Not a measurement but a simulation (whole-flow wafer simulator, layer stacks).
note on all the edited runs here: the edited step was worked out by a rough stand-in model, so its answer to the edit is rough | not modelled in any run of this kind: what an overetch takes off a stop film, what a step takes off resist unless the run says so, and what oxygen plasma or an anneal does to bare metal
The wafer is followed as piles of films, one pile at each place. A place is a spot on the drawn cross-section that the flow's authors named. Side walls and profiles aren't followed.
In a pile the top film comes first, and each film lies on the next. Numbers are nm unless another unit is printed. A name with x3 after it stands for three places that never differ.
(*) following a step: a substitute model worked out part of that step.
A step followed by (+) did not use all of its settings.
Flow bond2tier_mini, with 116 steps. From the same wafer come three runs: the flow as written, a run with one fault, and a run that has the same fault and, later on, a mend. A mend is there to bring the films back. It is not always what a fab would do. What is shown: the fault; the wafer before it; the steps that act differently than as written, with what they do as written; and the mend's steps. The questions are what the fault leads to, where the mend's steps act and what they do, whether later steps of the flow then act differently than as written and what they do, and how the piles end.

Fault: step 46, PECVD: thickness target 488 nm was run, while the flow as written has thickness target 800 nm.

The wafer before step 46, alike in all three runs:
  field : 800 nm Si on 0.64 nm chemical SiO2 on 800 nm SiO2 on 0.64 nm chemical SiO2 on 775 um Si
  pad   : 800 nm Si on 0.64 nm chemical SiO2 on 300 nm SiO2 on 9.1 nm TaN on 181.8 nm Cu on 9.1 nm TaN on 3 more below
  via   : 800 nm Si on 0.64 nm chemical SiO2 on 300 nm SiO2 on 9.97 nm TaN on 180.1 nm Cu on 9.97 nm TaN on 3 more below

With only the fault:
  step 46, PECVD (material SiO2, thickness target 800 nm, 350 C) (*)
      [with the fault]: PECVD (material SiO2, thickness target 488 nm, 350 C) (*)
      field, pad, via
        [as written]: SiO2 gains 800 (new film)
        [with the fault]: SiO2 gains 488 (new film)
  Steps further on in the flow that do not act as written:
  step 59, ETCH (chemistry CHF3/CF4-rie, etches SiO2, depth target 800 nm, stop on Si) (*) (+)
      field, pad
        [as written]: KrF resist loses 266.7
        [with the fault]: KrF resist loses 225.5
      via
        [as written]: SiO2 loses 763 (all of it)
        [with the fault]: SiO2 loses 451 (all of it)
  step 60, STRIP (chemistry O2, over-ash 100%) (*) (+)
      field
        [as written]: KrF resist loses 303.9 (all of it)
        [with the fault]: KrF resist loses 345.1 (all of it)
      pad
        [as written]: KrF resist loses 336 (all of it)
        [with the fault]: KrF resist loses 377.1 (all of it)
  The piles end different from the flow's at field, pad by more than 2% or 0.5 nm, whichever is larger.
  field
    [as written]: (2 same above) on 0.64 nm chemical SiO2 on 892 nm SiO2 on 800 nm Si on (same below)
    [with the fault]: (2 same above) on 0.64 nm chemical SiO2 on 580 nm SiO2 on 800 nm Si on (same below)
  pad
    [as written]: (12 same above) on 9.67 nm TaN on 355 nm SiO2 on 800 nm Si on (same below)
    [with the fault]: (12 same above) on 9.67 nm TaN on 43 nm SiO2 on 800 nm Si on (same below)

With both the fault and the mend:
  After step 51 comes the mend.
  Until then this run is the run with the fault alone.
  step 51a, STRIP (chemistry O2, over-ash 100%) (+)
      field
        KrF resist loses 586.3 (all of it)
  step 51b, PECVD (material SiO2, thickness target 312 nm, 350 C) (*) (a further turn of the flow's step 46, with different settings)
      field, pad, via
        SiO2 gains 312
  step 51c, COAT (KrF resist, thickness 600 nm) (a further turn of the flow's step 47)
      field, pad, via
        KrF resist gains 600 (new film)
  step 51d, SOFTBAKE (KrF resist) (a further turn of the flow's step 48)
      leaves every film unchanged at each place that is followed
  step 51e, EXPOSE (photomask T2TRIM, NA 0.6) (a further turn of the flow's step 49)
      leaves every film unchanged at each place that is followed
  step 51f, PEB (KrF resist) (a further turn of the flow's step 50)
      leaves every film unchanged at each place that is followed
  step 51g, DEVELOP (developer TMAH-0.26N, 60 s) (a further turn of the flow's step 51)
      pad, via
        KrF resist loses 600 (all of it)
      field
        KrF resist loses 13.7
  Every later step of the flow that is run acts as written at every place that is followed.
  At every place that both follow, the piles at the end match the flow's.
